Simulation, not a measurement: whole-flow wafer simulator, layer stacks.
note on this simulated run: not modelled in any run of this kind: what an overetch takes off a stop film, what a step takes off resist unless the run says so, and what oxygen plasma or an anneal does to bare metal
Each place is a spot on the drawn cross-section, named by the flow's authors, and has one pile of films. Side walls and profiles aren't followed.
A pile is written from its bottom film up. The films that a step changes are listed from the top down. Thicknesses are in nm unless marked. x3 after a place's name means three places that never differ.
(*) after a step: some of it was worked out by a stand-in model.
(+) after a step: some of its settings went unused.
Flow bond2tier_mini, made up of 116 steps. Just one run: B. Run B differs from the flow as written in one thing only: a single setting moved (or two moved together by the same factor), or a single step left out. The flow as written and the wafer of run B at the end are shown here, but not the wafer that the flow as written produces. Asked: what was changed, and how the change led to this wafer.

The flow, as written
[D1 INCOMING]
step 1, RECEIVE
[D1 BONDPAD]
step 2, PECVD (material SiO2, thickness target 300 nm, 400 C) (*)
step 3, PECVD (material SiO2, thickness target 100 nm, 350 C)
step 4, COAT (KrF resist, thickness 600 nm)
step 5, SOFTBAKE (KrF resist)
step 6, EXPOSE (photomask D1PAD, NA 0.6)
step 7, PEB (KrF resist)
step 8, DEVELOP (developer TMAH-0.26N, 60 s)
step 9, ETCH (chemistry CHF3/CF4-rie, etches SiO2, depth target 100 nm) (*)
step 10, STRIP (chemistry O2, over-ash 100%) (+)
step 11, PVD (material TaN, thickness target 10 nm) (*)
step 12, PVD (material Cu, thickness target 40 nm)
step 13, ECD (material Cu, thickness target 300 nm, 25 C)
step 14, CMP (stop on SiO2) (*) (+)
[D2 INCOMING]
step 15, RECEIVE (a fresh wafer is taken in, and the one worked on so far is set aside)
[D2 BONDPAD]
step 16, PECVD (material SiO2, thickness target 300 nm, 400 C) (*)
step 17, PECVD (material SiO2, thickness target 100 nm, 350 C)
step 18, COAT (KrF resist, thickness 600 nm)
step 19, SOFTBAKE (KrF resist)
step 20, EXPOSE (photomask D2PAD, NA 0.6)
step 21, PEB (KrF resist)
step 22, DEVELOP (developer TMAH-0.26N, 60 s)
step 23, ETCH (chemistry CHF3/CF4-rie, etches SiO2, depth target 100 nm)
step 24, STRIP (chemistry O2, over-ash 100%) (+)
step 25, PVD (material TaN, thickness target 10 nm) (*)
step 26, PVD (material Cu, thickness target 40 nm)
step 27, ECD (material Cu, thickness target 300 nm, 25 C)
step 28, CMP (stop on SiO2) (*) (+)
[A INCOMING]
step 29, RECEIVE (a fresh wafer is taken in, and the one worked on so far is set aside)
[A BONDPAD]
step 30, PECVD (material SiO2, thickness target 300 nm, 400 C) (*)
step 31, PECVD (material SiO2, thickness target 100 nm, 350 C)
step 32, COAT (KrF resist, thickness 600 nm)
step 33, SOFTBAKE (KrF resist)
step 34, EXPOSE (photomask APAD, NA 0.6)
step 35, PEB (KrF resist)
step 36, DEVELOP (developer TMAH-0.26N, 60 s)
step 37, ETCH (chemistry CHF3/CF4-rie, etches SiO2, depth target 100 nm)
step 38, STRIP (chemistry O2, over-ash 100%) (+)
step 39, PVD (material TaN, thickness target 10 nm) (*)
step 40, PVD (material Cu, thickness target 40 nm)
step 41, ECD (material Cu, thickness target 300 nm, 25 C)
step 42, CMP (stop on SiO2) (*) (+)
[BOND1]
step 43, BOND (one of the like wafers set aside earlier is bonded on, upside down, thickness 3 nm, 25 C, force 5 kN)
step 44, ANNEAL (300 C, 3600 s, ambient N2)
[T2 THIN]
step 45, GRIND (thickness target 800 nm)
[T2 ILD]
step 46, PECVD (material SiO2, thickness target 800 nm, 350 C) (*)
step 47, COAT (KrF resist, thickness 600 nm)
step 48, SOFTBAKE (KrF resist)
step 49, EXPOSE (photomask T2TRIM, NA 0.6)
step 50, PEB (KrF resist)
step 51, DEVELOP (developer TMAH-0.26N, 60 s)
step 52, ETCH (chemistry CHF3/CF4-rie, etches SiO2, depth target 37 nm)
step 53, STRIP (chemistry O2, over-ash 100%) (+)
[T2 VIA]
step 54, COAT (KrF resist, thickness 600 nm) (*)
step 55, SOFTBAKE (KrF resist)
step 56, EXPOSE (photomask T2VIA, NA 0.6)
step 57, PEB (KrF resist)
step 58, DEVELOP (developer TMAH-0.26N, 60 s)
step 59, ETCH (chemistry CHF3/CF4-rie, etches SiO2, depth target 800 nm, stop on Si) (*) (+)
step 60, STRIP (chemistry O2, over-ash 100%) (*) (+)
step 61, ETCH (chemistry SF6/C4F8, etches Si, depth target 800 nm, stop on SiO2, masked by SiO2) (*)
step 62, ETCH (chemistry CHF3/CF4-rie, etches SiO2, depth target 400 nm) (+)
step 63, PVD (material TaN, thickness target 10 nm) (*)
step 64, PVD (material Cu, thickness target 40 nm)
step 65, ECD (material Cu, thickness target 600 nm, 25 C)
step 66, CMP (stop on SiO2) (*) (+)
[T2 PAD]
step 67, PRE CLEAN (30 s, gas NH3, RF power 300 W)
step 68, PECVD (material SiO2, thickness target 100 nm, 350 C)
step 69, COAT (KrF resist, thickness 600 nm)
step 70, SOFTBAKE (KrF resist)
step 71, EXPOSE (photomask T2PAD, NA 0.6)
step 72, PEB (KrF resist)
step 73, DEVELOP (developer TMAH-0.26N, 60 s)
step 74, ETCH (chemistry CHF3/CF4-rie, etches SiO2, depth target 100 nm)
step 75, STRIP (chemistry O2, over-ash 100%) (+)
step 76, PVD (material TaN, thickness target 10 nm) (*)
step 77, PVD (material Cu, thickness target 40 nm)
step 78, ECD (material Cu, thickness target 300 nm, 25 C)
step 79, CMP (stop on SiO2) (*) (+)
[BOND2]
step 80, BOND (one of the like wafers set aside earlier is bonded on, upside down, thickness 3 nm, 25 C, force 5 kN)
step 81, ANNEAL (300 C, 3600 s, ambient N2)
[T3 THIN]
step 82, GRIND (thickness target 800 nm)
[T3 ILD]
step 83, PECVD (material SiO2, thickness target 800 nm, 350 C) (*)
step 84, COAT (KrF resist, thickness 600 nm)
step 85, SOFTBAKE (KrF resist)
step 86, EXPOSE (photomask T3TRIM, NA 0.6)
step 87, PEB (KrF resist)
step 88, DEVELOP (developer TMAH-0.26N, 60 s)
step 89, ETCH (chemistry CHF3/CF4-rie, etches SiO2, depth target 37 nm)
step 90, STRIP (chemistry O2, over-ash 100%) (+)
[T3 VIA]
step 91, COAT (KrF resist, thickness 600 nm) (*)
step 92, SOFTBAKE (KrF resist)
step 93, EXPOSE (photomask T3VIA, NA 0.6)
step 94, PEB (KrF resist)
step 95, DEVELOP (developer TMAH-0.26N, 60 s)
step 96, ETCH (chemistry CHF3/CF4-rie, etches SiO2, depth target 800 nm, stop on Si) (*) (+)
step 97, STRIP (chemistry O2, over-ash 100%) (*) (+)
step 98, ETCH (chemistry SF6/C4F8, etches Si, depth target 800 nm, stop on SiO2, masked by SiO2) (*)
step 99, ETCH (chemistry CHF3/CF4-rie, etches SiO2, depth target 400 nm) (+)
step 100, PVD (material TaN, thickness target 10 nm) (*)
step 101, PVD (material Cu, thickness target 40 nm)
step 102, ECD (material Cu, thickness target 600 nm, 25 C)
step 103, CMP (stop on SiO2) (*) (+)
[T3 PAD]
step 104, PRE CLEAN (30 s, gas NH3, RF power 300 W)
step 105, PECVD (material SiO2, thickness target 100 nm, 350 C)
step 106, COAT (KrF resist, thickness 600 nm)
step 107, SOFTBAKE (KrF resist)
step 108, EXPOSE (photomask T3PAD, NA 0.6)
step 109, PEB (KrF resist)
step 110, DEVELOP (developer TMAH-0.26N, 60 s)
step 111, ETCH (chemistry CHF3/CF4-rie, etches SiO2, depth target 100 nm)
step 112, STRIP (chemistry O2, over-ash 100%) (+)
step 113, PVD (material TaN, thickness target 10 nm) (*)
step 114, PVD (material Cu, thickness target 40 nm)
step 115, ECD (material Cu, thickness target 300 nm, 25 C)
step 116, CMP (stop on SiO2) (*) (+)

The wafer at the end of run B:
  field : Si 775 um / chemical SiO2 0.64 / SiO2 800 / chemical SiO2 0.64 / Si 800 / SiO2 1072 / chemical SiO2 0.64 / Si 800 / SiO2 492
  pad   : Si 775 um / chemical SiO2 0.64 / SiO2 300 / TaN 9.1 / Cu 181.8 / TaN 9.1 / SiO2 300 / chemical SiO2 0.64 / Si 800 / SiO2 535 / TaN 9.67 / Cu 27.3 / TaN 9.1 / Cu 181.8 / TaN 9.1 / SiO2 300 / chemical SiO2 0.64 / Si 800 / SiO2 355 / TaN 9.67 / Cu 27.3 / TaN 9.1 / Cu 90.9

The reason: step 62, ETCH: depth target 220 nm was run, whereas the flow has depth target 400 nm.

Step by step, how the change led to this:
  step 62, ETCH (chemistry CHF3/CF4-rie, etches SiO2, depth target 400 nm) (+)
      field, pad: -220 SiO2 (as written it would have been: -400 SiO2)
